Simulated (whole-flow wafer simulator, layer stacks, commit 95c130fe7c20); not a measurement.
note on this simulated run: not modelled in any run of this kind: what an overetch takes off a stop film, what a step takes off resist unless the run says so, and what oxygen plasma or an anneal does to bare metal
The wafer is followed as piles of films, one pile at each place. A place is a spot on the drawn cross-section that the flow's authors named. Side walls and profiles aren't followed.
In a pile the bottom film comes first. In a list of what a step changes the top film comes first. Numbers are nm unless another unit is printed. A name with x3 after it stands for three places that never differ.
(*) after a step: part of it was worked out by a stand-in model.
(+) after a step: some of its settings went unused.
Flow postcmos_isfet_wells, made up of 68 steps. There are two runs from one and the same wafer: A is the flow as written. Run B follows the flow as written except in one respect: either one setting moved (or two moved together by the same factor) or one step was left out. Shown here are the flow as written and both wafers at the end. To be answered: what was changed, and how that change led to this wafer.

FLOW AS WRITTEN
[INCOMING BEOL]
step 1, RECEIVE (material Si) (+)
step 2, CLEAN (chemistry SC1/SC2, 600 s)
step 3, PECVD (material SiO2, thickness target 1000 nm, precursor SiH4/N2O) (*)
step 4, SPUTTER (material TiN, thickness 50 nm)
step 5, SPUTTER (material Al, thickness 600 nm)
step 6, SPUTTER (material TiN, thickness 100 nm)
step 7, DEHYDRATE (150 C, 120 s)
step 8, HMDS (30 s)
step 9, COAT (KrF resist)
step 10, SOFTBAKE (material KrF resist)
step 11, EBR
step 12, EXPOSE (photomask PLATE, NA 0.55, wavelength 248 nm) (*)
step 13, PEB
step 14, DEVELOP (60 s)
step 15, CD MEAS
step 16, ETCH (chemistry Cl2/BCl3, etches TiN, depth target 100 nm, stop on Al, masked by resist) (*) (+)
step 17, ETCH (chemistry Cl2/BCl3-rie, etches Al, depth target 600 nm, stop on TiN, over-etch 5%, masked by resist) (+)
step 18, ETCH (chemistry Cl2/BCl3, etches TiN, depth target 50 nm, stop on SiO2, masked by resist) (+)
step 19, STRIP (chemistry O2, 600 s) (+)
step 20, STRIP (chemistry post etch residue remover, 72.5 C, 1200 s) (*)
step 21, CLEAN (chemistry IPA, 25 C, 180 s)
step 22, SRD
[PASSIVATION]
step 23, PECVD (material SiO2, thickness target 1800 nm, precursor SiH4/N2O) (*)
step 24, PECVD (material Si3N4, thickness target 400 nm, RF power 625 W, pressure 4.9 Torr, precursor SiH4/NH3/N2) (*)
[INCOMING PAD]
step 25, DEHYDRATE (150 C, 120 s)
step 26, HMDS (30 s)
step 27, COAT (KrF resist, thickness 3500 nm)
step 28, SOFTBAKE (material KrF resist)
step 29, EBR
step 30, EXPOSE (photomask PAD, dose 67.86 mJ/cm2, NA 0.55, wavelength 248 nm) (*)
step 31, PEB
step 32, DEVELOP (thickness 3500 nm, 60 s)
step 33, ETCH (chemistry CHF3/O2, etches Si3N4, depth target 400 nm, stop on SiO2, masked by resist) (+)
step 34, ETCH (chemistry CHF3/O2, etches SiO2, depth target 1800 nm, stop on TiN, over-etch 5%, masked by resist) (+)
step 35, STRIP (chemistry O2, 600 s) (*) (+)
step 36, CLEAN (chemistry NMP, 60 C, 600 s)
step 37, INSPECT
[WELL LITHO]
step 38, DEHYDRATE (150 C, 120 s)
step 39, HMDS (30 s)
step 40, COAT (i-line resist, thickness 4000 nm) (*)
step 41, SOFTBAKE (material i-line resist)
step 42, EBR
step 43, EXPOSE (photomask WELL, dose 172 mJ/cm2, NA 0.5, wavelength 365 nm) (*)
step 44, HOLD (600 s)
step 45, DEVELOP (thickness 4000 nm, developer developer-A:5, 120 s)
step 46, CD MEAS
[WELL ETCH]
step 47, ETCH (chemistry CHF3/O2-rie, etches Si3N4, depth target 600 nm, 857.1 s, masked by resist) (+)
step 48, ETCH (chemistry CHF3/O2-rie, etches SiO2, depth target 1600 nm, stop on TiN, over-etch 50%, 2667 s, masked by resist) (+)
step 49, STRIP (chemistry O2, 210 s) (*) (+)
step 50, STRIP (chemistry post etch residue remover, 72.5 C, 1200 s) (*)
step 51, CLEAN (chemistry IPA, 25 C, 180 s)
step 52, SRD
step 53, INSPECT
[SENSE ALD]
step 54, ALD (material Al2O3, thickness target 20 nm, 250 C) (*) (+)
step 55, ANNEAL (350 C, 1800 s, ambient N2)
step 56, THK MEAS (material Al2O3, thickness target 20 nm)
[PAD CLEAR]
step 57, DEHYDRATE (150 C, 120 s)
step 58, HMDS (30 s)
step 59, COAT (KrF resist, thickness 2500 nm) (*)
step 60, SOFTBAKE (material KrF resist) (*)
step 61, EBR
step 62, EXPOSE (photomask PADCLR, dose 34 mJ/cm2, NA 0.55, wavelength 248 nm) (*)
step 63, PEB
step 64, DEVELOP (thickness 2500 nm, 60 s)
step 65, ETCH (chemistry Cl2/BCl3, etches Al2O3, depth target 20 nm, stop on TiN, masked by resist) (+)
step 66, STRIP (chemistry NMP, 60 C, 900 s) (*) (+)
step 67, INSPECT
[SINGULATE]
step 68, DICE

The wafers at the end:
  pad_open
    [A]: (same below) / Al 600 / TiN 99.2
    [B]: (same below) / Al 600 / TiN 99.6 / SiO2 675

What caused this: step 34, ETCH: depth target 1125 nm was run, though the flow has depth target 1800 nm.

How this came from the change, step by step:
  step 34, ETCH (chemistry CHF3/O2, etches SiO2, depth target 1800 nm, stop on TiN, over-etch 5%, masked by resist) (+)
      pad_open: A -1800 SiO2 (all of it) | B -1125 SiO2
      field, margin, well900, well1300, well2000, well3000, pad_rim, pad_clr: A -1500 KrF resist | B -937.5 KrF resist
  step 35, STRIP (chemistry O2, 600 s) (*) (+)
      field, margin, well900, well1300, well2000, well3000, pad_rim, pad_clr: A -1638.4 KrF resist (all of it) | B -2200.9 KrF resist (all of it)
  step 40, COAT (i-line resist, thickness 4000 nm) (*)
      pad_clr: A +3256.8 i-line resist (new film) | B +3471.6 i-line resist (new film)
      pad_open: A +4804.7 i-line resist (new film) | B +4561.3 i-line resist (new film)
  step 41, SOFTBAKE (material i-line resist)
      pad_clr: A -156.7 i-line resist | B -93.3 i-line resist
      pad_open: A +115.3 i-line resist | B +83.6 i-line resist
  step 49, STRIP (chemistry O2, 210 s) (*) (+)
      pad_clr: A -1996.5 i-line resist (all of it) | B -2274.6 i-line resist (all of it)
      pad_open: A -3816.3 i-line resist (all of it) | B -3541.2 i-line resist (all of it)
  step 59, COAT (KrF resist, thickness 2500 nm) (*)
      pad_rim: A +1976.4 KrF resist (new film) | B +2133.5 KrF resist (new film)
      pad_clr: A +1691.6 KrF resist (new film) | B +1924.5 KrF resist (new film)
      (also at 1 further place)
  step 60, SOFTBAKE (material KrF resist) (*)
      pad_rim: A nothing | B -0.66 KrF resist
      pad_clr: A -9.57 KrF resist | B -7.23 KrF resist
  step 64, DEVELOP (thickness 2500 nm, 60 s)
      pad_clr: A -1682 KrF resist (all of it) | B -1917.3 KrF resist (all of it)
      pad_open: A -3067.2 KrF resist (all of it) | B -2893.9 KrF resist (all of it)
  step 66, STRIP (chemistry NMP, 60 C, 900 s) (*) (+)
      pad_rim: A -1937.7 KrF resist (all of it) | B -2094.1 KrF resist (all of it)
